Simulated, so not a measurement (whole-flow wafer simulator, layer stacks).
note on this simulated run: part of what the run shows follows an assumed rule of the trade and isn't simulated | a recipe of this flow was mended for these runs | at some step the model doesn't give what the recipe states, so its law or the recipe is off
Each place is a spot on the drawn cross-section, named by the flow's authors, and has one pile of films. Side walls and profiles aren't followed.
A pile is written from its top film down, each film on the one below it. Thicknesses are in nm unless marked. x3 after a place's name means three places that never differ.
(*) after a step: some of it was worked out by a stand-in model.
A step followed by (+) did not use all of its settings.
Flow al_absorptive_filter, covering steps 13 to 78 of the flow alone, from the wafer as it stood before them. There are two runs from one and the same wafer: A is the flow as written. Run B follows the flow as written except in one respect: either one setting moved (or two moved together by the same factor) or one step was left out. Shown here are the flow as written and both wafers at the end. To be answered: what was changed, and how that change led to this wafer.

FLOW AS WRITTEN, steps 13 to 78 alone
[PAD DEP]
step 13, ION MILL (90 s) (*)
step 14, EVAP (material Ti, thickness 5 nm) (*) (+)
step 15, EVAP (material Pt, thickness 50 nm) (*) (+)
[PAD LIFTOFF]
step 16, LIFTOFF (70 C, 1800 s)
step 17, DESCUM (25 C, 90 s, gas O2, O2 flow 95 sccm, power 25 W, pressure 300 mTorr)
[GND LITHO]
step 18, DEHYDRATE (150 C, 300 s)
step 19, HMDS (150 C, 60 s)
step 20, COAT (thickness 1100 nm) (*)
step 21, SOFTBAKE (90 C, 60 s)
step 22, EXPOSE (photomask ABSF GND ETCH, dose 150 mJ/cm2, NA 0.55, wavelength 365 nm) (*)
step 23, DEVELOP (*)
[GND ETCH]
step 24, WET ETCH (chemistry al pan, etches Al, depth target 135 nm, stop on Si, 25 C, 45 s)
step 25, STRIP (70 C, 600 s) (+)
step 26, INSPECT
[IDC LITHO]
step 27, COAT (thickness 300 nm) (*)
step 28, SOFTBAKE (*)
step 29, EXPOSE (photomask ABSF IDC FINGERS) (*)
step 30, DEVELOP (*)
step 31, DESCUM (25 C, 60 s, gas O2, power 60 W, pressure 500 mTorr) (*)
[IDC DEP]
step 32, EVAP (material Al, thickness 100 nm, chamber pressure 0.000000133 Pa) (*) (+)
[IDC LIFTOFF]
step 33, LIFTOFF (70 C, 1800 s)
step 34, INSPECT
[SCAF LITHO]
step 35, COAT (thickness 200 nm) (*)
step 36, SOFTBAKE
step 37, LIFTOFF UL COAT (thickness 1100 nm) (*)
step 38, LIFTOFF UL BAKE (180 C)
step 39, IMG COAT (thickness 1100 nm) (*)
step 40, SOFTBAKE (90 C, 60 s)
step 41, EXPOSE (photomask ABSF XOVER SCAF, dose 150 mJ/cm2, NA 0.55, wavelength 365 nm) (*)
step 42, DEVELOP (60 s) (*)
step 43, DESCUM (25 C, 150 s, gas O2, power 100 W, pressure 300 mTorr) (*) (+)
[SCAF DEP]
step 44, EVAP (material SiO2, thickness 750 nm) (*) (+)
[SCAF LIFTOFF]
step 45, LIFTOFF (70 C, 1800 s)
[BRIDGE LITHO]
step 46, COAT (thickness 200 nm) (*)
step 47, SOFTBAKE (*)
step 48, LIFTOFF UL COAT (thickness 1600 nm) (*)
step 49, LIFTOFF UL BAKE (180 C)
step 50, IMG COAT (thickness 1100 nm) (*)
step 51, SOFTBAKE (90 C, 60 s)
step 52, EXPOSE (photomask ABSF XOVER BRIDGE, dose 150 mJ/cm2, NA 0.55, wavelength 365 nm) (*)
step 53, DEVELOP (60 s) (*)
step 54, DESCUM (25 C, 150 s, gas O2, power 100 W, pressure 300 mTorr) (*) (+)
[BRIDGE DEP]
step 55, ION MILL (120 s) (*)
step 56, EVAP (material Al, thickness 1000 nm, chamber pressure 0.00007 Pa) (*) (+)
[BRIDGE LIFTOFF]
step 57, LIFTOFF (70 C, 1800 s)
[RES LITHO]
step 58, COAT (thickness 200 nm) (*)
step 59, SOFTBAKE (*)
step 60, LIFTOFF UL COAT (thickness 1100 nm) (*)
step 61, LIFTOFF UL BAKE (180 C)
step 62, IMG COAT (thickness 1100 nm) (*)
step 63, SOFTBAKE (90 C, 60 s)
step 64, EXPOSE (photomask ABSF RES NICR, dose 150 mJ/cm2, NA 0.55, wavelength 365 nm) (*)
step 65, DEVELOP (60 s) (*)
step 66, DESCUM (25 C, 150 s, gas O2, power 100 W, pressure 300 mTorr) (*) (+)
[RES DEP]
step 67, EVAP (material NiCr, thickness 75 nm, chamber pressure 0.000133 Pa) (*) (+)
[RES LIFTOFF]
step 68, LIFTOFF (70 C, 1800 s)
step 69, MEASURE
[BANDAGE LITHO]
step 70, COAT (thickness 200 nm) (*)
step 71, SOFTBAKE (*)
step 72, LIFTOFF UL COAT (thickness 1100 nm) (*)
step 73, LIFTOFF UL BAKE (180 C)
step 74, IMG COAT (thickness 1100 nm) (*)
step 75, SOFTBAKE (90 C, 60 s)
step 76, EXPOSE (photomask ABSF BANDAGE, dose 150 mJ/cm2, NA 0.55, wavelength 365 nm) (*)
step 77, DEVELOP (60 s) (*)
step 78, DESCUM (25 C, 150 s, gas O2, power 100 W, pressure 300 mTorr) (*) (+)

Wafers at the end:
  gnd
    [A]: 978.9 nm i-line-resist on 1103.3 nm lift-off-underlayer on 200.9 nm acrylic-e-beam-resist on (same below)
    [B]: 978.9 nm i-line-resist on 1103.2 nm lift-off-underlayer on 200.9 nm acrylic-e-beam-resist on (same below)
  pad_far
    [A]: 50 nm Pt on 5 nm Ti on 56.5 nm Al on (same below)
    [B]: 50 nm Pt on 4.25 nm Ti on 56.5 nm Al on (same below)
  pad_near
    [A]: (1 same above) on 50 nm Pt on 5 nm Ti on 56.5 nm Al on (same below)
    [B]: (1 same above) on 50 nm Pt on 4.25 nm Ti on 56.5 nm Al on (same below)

The reason: step 14, EVAP: thickness 4.25 nm was run, though the flow has thickness 5 nm.
One can read it off the wafer: pad_far has Ti 4.25, and step 14 as written asks for 5 nm.

The path from the change to this, step by step:
  step 14, EVAP (material Ti, thickness 5 nm) (*) (+)
      gnd, pad_far, pad_near and 11 more: A +5 Ti (new film) | B +4.25 Ti (new film)
  step 16, LIFTOFF (70 C, 1800 s)
      gnd, ledge, res and 9 more: A -50 Pt (all of it), -5 Ti (all of it), -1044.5 i-line-resist (all of it), -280 lift-off-underlayer (all of it) | B -50 Pt (all of it), -4.25 Ti (all of it), -1044.5 i-line-resist (all of it), -280 lift-off-underlayer (all of it)
